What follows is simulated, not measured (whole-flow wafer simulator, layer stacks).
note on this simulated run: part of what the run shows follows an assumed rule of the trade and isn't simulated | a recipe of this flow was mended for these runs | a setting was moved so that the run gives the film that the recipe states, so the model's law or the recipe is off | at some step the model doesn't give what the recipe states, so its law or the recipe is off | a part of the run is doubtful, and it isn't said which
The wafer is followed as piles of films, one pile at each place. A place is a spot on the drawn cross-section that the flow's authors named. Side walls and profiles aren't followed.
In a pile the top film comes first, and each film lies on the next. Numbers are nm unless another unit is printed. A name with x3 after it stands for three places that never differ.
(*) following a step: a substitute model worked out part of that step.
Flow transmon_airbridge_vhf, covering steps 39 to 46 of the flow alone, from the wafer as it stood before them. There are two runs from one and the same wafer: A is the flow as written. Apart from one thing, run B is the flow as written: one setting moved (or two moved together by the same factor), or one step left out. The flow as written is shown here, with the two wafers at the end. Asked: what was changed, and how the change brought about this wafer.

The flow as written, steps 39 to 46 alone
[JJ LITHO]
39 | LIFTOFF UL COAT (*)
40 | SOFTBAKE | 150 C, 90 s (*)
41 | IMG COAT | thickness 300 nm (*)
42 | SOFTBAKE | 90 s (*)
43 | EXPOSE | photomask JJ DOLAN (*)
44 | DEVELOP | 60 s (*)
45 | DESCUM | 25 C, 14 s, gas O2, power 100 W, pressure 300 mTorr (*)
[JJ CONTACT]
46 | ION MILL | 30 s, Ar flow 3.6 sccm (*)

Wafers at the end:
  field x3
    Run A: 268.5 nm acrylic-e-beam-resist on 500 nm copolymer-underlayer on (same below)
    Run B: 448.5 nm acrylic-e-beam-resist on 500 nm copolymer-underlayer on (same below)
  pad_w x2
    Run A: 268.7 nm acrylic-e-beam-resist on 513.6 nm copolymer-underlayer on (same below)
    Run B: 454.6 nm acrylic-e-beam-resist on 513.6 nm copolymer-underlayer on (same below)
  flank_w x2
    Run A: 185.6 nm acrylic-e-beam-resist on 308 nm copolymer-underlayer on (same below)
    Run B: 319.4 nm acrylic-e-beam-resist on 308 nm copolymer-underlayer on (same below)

What caused this: step 41, IMG COAT: thickness 480 nm was run, though the flow has thickness 300 nm.

How this came from the change, step by step:
  41 | IMG COAT | thickness 300 nm (*)
      field x3, jj_line, ground_far x3: A +300 acrylic-e-beam-resist (new film) | B +480 acrylic-e-beam-resist (new film)
      pad_w x2: A +300.2 acrylic-e-beam-resist (new film) | B +486.1 acrylic-e-beam-resist (new film)
      (as well as at 8 more places)
  44 | DEVELOP | 60 s (*)
      jj_line: A -300 acrylic-e-beam-resist (all of it), -500 copolymer-underlayer (all of it) | B -480 acrylic-e-beam-resist (all of it), -500 copolymer-underlayer (all of it)
